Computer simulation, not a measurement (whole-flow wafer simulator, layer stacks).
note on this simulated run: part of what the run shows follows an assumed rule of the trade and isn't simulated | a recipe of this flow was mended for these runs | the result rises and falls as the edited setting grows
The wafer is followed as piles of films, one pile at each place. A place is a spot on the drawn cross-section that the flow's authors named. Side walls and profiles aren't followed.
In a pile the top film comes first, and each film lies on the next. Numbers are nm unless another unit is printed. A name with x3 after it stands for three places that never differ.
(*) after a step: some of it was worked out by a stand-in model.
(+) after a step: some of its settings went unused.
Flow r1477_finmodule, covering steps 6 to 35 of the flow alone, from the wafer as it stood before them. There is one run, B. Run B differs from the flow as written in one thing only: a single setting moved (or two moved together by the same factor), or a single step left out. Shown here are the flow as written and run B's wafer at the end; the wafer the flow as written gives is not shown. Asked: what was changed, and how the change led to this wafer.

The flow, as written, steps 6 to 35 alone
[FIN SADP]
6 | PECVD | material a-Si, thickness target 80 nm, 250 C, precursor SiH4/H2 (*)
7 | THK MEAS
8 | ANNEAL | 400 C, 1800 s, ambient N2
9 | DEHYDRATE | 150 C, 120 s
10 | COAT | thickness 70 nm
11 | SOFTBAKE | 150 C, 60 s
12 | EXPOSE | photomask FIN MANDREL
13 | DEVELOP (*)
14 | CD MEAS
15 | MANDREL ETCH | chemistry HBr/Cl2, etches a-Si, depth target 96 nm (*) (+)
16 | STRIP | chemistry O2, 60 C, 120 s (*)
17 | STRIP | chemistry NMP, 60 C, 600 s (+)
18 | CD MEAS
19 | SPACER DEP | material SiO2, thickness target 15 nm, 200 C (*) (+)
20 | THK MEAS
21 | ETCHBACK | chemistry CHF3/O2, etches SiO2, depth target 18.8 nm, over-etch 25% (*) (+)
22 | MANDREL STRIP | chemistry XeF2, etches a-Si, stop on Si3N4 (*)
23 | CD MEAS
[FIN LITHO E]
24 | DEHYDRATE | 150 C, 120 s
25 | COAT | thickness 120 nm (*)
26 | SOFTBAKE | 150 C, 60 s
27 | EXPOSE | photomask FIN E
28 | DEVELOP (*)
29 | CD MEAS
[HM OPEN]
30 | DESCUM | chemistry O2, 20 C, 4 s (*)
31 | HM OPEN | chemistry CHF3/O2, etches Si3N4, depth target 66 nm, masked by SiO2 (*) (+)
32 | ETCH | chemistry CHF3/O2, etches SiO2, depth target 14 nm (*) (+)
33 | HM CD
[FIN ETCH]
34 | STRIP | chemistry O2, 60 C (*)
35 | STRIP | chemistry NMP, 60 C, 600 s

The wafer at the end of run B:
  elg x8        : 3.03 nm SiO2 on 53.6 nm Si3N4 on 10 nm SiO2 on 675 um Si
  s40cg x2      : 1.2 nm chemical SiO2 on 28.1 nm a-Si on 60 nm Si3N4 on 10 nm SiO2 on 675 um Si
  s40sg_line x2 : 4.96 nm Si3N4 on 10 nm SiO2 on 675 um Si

What caused this: step 6, PECVD: thickness target 51.2 nm was run, though the flow has thickness target 80 nm; step 21, ETCHBACK: depth target 12 nm was run, where the flow has depth target 18.8 nm.

How this came from the change, step by step:
  6 | PECVD | material a-Si, thickness target 80 nm, 250 C, precursor SiH4/H2 (*)
      pad x2, elg x8, esg x2 and 24 more: +51.2 a-Si (new film) (it would be, as written: +80 a-Si (new film))
  15 | MANDREL ETCH | chemistry HBr/Cl2, etches a-Si, depth target 96 nm (*) (+)
      pad x2, elg x8, esg x2 and 18 more: -51.2 a-Si (all of it), -6.4 Si3N4 (it would be, as written: -80 a-Si (all of it), -2.29 Si3N4)
  21 | ETCHBACK | chemistry CHF3/O2, etches SiO2, depth target 18.8 nm, over-etch 25% (*) (+)
      pad x2, elg x8, esg x2 and 12 more: -12 SiO2 (it would be, as written: -15 SiO2 (all of it), -3.62 Si3N4)
      s40cg x2, s45cg x2, s50cg x2: -12 SiO2 (it would be, as written: -15 SiO2 (all of it), -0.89 chemical SiO2 (all of it), -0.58 a-Si)
  22 | MANDREL STRIP | chemistry XeF2, etches a-Si, stop on Si3N4 (*)
      s40cg x2, s45cg x2, s50cg x2: nothing (it would be, as written: -79 a-Si (all of it))
  25 | COAT | thickness 120 nm (*)
      s40cg x2: +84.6 e-beam-resist (new film) (it would be, as written: +136.7 e-beam-resist (new film))
      s40sg_line x2: +130.7 e-beam-resist (new film) (it would be, as written: +60 e-beam-resist (new film))
      (also at 10 further places)
  28 | DEVELOP (*)
      s40cg x2: -84.6 e-beam-resist (all of it) (it would be, as written: -136.7 e-beam-resist (all of it))
      s40sg_line x2: -130.7 e-beam-resist (all of it) (it would be, as written: -60 e-beam-resist (all of it))
      (also at 10 further places)
  31 | HM OPEN | chemistry CHF3/O2, etches Si3N4, depth target 66 nm, masked by SiO2 (*) (+)
      pad x2, esg x2, e40sg x2, e100sg x2, e200sg x2, s40sg x2, s45sg x2, s50sg x2: -3.03 SiO2 (all of it), -53.6 Si3N4 (all of it), -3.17 SiO2 (it would be, as written: -54.1 Si3N4 (all of it), -5.95 SiO2)
      s40cg x2, s45cg x2, s50cg x2: -3.05 SiO2 (all of it), -0.89 chemical SiO2 (all of it), -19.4 a-Si (it would be, as written: -60 Si3N4 (all of it), -3 SiO2)
      (also at 6 further places)
  32 | ETCH | chemistry CHF3/O2, etches SiO2, depth target 14 nm (*) (+)
      s40cg x2, s45cg x2, s50cg x2: -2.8 a-Si (it would be, as written: -7 SiO2 (all of it), -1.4 Si)
      s40sg_line x2, s45sg_line x2: -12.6 Si3N4 (it would be, as written: -14 SiO2)
      (also at 18 further places)
  34 | STRIP | chemistry O2, 60 C (*)
      s40cg x2, s45cg x2, s50cg x2: +1.2 chemical SiO2 (new film), -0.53 a-Si (it would be, as written: +1.2 chemical SiO2 (new film), -0.53 Si)
